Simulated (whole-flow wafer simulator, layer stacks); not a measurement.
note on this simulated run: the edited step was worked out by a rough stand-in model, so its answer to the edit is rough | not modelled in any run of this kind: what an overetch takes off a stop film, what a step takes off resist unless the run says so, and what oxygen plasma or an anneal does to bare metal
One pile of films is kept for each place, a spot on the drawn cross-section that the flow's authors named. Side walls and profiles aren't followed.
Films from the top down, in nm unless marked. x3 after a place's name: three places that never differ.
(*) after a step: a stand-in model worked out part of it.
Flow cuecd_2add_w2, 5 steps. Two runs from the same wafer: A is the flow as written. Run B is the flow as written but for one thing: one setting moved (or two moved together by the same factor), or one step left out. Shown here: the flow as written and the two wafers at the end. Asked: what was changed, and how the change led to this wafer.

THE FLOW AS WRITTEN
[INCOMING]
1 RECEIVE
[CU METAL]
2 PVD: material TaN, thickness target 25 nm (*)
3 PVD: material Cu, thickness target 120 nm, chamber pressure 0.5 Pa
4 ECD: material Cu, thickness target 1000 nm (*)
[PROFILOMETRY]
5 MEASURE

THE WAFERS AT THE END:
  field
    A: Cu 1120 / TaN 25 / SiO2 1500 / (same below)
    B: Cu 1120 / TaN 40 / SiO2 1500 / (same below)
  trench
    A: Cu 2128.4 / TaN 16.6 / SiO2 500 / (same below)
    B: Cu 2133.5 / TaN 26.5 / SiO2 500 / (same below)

The cause: step 2, PVD: thickness target 40 nm was run, where the flow has thickness target 25 nm.
It can be read off the wafer: field has TaN 40, and step 2 as written asks for 25 nm.

How the change led to this, step by step:
  2 PVD: material TaN, thickness target 25 nm (*)
      field: A TaN +25 (new film) | B TaN +40 (new film)
      trench: A TaN +16.6 (new film) | B TaN +26.5 (new film)
